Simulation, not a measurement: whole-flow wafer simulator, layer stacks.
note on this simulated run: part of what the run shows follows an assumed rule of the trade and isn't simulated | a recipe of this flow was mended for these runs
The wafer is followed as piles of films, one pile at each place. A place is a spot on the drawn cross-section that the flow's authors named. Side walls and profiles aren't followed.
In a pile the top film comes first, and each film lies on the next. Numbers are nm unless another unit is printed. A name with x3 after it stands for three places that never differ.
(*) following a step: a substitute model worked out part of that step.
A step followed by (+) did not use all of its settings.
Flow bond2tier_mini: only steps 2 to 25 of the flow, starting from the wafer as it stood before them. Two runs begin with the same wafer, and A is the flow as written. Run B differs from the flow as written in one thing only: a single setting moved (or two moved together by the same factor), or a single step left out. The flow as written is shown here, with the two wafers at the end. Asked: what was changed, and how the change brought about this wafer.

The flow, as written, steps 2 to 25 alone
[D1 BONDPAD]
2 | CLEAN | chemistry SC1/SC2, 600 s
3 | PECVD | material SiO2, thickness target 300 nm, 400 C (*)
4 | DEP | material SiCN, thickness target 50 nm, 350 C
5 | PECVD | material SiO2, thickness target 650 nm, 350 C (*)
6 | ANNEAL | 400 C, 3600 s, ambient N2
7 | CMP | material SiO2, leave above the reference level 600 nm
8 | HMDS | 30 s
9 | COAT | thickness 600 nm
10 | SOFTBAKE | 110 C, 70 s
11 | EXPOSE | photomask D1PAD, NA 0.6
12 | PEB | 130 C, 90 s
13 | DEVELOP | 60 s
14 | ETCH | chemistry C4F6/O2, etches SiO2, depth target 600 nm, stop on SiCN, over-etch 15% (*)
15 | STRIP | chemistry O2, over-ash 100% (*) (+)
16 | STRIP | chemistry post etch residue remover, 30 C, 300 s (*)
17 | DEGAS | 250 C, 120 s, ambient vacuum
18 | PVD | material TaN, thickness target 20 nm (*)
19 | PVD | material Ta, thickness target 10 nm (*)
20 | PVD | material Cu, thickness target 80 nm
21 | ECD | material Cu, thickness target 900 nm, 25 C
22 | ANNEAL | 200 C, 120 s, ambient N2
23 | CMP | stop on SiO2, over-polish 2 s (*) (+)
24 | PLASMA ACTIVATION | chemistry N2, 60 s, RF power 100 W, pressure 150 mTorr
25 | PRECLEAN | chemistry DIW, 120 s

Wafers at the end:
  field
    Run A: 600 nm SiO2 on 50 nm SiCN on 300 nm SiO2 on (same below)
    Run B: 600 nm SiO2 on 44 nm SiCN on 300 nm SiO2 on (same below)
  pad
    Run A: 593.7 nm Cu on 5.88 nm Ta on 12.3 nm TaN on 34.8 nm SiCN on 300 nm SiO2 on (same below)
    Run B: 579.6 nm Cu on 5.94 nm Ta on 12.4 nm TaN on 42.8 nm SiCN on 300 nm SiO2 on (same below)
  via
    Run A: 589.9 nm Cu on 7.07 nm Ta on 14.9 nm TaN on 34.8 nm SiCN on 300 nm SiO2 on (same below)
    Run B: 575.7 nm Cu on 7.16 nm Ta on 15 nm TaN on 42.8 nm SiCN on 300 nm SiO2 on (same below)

The reason: step 4, DEP: thickness target 44 nm was run, whereas the flow has thickness target 50 nm; step 14, ETCH: depth target 528 nm was run, where the flow has depth target 600 nm.
One can read it off the wafer: field has SiCN 44, and step 4 as written asks for 50 nm.

Step by step, how the change led to this:
  4 | DEP | material SiCN, thickness target 50 nm, 350 C
      field, pad, via: A +50 SiCN (new film) | B +44 SiCN (new film)
  14 | ETCH | chemistry C4F6/O2, etches SiO2, depth target 600 nm, stop on SiCN, over-etch 15% (*)
      pad, via: A -600 SiO2 (all of it), -15.2 SiCN | B -600 SiO2 (all of it), -1.21 SiCN
      field: A -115 thick-KrF-resist | B -101.2 thick-KrF-resist
  15 | STRIP | chemistry O2, over-ash 100% (*) (+)
      field: A -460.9 thick-KrF-resist (all of it) | B -474.7 thick-KrF-resist (all of it)
